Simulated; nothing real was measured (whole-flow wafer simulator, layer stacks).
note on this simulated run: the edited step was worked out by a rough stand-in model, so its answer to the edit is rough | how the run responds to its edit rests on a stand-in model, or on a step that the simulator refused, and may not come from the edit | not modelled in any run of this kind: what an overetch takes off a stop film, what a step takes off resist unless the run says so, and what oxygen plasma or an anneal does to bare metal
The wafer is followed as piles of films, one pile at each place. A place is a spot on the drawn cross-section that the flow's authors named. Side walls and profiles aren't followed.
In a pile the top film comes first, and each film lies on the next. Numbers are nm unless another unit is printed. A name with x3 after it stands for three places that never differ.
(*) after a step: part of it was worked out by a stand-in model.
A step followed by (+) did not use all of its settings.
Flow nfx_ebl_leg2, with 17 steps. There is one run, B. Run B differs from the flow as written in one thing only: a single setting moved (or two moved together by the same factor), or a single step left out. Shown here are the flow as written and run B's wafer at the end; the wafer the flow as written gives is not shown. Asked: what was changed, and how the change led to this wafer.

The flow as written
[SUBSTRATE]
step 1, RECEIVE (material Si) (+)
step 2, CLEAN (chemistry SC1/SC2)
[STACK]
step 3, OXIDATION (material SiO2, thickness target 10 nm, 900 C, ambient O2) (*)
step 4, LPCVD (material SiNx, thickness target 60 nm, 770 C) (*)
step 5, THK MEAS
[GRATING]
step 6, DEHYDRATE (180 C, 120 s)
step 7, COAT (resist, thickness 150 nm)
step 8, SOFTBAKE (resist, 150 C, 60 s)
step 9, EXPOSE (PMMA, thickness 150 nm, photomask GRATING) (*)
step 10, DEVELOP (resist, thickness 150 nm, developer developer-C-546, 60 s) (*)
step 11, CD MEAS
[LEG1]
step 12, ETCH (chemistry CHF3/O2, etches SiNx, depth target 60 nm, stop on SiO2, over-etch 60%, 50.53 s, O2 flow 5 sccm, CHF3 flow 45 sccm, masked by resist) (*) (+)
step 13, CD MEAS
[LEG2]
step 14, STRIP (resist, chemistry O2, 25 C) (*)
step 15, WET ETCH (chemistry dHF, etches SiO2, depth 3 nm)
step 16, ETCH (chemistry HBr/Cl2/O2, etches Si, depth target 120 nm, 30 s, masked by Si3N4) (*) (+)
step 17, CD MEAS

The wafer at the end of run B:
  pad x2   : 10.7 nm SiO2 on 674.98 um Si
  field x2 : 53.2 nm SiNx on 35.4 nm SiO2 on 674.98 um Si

What caused this: step 3, OXIDATION: 1035 C was run, whereas the flow has 900 C.

The path from the change to this, step by step:
  step 3, OXIDATION (material SiO2, thickness target 10 nm, 900 C, ambient O2) (*)
      field x2, pad x2: SiO2 gains 35.4 (new film), chemical SiO2 loses 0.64 (all of it), Si loses 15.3 (as written it would have been: SiO2 gains 10 (new film), chemical SiO2 loses 0.64 (all of it), Si loses 4.12)
  step 12, ETCH (chemistry CHF3/O2, etches SiNx, depth target 60 nm, stop on SiO2, over-etch 60%, 50.53 s, O2 flow 5 sccm, CHF3 flow 45 sccm, masked by resist) (*) (+)
      pad x2: SiNx loses 60 (all of it), SiO2 loses 18 (as written it would have been: SiNx loses 60 (all of it), SiO2 loses 10 (all of it))
  step 14, STRIP (resist, chemistry O2, 25 C) (*)
      pad x2: nothing (as written it would have been: chemical SiO2 gains 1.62 (new film), Si loses 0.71)
  step 15, WET ETCH (chemistry dHF, etches SiO2, depth 3 nm)
      pad x2: SiO2 loses 3 (as written it would have been: chemical SiO2 loses 1.62 (all of it))
  step 16, ETCH (chemistry HBr/Cl2/O2, etches Si, depth target 120 nm, 30 s, masked by Si3N4) (*) (+)
      pad x2: SiO2 loses 3.75 (as written it would have been: Si loses 120)
